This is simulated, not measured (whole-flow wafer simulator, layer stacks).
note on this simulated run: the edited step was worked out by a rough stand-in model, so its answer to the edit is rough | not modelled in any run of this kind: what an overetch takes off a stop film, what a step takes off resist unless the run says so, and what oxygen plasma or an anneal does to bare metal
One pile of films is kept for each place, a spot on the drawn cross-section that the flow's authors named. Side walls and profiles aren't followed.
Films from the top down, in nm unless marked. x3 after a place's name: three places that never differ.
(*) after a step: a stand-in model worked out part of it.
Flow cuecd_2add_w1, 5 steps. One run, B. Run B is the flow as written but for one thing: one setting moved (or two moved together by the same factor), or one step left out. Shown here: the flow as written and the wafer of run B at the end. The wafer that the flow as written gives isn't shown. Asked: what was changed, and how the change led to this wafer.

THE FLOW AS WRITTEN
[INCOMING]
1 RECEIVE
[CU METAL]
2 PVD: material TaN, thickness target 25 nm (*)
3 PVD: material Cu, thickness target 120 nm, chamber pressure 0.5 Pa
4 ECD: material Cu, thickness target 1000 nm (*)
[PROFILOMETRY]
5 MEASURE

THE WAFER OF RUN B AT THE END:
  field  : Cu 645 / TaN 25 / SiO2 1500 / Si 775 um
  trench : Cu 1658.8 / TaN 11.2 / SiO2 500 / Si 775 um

The cause: step 4, ECD: thickness target 525 nm was run, where the flow has thickness target 1000 nm.

How the change led to this, step by step:
  4 ECD: material Cu, thickness target 1000 nm (*)
      field: Cu +525 (as written it would be: Cu +1000)
      trench: Cu +1605.2 (as written it would be: Cu +2080.2)
